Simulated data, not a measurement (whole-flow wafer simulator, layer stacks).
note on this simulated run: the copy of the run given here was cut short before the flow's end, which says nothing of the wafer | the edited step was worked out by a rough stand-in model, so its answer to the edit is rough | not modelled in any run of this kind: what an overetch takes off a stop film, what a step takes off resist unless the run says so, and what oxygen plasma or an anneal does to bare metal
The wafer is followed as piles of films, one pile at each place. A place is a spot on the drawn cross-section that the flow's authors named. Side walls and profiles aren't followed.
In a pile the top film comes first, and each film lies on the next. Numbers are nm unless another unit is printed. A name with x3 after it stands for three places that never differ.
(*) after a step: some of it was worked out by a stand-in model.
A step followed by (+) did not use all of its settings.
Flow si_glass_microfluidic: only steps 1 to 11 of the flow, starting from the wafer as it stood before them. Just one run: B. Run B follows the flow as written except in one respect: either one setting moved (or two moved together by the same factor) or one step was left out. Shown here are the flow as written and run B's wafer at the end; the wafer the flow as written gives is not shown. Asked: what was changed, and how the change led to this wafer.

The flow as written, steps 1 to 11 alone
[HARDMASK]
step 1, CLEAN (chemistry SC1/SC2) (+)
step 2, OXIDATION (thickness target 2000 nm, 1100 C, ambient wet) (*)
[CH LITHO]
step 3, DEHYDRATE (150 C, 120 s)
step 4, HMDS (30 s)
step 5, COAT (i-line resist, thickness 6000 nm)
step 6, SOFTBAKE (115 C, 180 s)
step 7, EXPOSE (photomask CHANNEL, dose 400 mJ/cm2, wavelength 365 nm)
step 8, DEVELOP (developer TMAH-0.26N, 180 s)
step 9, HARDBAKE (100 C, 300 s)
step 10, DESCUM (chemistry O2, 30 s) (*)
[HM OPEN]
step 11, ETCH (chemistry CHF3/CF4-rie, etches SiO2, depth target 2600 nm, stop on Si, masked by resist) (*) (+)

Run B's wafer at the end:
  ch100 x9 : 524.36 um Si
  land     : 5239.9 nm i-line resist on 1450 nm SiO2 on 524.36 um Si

The reason: step 2, OXIDATION: thickness target 1450 nm was run, though the flow has thickness target 2000 nm.
The wafer lets one read it off: land has SiO2 1450, and step 2 as written asks for 2000 nm.

Step by step, how the change led to this:
  step 2, OXIDATION (thickness target 2000 nm, 1100 C, ambient wet) (*)
      land, ch100 x9: SiO2 gains 1450 (new film), chemical SiO2 loses 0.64 (all of it), Si loses 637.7 (it would be, as written: SiO2 gains 2000 (new film), chemical SiO2 loses 0.64 (all of it), Si loses 879.7)
  step 11, ETCH (chemistry CHF3/CF4-rie, etches SiO2, depth target 2600 nm, stop on Si, masked by resist) (*) (+)
      ch100 x9: SiO2 loses 1450 (all of it) (it would be, as written: SiO2 loses 2000 (all of it))
      land: i-line resist loses 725 (it would be, as written: i-line resist loses 866.7)
